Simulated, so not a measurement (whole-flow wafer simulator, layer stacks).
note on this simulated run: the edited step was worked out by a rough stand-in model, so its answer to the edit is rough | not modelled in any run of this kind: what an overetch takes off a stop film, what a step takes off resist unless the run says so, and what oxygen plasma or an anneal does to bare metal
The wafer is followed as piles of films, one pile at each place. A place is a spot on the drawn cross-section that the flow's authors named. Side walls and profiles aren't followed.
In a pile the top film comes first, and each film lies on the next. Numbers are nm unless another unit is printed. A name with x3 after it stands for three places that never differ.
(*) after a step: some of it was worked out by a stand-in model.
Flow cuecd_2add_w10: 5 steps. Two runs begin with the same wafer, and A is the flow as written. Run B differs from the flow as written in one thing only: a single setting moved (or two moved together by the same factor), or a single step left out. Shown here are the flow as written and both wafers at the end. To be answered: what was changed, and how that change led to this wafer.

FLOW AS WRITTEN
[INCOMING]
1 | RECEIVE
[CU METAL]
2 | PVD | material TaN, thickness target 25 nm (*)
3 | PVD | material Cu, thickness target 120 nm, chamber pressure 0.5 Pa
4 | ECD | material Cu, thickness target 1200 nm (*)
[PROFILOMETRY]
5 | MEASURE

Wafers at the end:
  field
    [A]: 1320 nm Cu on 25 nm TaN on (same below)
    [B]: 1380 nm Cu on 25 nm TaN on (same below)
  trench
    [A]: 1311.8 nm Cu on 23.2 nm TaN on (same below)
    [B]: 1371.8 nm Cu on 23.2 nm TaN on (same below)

The reason: step 4, ECD: thickness target 1260 nm was run, whereas the flow has thickness target 1200 nm.

The path from the change to this, step by step:
  4 | ECD | material Cu, thickness target 1200 nm (*)
      field, trench: A +1200 Cu | B +1260 Cu
